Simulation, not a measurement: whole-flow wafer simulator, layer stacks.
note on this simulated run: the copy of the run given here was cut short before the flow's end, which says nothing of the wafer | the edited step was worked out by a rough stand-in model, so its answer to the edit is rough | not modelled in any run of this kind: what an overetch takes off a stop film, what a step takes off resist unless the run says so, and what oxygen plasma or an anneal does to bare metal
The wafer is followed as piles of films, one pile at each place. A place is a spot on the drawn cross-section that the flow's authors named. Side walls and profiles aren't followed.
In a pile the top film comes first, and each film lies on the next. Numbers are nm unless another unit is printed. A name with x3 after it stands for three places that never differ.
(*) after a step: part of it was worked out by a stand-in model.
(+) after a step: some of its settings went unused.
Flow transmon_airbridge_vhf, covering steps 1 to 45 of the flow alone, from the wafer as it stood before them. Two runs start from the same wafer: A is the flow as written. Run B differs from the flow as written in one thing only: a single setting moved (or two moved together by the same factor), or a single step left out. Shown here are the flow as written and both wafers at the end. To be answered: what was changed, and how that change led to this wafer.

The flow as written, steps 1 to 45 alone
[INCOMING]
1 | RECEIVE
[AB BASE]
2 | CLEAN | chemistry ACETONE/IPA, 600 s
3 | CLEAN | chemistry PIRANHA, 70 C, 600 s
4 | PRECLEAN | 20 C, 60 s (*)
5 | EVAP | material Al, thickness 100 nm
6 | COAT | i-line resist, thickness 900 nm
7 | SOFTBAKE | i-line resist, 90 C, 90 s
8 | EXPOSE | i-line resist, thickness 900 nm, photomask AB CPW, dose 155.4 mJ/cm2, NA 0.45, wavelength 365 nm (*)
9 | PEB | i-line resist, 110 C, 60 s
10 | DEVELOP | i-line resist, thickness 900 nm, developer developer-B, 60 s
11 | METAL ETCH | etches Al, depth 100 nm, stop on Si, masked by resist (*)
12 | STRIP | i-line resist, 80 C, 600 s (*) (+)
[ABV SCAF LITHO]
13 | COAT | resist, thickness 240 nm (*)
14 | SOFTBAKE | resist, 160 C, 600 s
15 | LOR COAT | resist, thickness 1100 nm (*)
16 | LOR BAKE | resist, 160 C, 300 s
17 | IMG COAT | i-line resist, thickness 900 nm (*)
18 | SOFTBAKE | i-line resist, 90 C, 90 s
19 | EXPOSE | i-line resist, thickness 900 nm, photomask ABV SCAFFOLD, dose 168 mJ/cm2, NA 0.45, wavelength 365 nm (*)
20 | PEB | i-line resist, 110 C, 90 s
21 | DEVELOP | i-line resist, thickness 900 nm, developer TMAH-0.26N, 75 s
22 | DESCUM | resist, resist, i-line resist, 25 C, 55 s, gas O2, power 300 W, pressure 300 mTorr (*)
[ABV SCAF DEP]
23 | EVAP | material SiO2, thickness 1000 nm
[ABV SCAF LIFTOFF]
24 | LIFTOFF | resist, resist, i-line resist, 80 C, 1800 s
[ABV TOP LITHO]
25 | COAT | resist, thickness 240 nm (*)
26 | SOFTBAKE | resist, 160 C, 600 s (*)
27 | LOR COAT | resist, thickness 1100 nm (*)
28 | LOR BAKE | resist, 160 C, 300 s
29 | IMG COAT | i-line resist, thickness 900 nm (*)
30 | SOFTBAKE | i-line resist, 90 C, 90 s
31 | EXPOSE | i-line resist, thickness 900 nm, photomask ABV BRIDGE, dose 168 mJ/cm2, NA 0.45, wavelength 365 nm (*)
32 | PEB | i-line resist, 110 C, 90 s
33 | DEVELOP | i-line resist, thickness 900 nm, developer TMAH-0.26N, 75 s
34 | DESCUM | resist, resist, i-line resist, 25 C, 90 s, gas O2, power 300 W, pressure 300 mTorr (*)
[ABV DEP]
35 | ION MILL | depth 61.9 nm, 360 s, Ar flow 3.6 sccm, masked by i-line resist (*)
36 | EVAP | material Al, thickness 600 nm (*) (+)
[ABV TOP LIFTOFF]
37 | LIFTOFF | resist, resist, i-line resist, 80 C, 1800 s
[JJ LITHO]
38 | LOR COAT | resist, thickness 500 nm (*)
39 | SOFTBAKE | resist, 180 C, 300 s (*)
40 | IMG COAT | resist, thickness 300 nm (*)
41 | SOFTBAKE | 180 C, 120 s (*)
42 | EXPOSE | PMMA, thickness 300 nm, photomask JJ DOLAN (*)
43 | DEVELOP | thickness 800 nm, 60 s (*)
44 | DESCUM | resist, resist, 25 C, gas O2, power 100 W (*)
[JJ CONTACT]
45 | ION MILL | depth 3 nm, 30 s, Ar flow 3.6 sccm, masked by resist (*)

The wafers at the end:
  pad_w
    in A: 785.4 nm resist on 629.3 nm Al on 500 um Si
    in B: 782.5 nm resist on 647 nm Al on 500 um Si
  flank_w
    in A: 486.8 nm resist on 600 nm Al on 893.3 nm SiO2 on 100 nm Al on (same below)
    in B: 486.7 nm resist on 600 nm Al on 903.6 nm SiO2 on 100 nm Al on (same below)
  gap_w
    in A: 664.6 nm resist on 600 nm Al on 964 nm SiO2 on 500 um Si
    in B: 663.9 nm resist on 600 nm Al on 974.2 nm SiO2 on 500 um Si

Cause: step 35, ION MILL: depth 44.32 nm was run, whereas the flow has depth 61.9 nm; step 35, ION MILL: 257.8 s was run, where the flow has 360 s.

The path from the change to this, step by step:
  35 | ION MILL | depth 61.9 nm, 360 s, Ar flow 3.6 sccm, masked by i-line resist (*)
      field x3, jj_line, ground_far, trace_open_s x2, margin_s, margin_n: A -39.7 i-line resist | B -28.5 i-line resist
      flank_w, gap_w, cpw_trace, gap_e, flank_e, bridge_strip: A -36 SiO2 | B -25.8 SiO2
      (also at 2 further places)
  37 | LIFTOFF | resist, resist, i-line resist, 80 C, 1800 s
      margin_s: A -600 Al (all of it), -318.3 i-line resist (all of it), -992 resist (all of it) | B -600 Al (all of it), -329.5 i-line resist (all of it), -992 resist (all of it)
      margin_n: A -600 Al (all of it), -318.3 i-line resist (all of it), -992 resist (all of it) | B -600 Al (all of it), -329.6 i-line resist (all of it), -992 resist (all of it)
